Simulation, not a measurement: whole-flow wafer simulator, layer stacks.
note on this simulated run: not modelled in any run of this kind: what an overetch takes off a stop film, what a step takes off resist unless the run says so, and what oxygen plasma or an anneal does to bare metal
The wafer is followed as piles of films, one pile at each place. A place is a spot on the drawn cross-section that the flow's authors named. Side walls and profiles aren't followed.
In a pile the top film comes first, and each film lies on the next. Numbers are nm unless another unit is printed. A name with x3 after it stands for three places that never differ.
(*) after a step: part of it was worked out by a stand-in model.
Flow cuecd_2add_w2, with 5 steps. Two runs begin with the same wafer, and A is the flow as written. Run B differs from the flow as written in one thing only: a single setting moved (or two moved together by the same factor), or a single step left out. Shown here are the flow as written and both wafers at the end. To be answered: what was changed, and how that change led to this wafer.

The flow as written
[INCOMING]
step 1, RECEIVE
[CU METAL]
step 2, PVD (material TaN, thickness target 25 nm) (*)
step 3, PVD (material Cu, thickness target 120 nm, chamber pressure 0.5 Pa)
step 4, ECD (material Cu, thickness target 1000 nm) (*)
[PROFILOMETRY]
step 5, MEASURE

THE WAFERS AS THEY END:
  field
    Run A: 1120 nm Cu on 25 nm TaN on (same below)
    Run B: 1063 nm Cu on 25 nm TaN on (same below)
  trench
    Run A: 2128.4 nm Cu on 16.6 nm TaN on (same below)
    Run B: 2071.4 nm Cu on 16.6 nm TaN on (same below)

The reason: step 3, PVD: thickness target 63 nm was run, though the flow has thickness target 120 nm.

How this came from the change, step by step:
  step 3, PVD (material Cu, thickness target 120 nm, chamber pressure 0.5 Pa)
      field: A +120 Cu (new film) | B +63 Cu (new film)
      trench: A +80.8 Cu (new film) | B +42.6 Cu (new film)
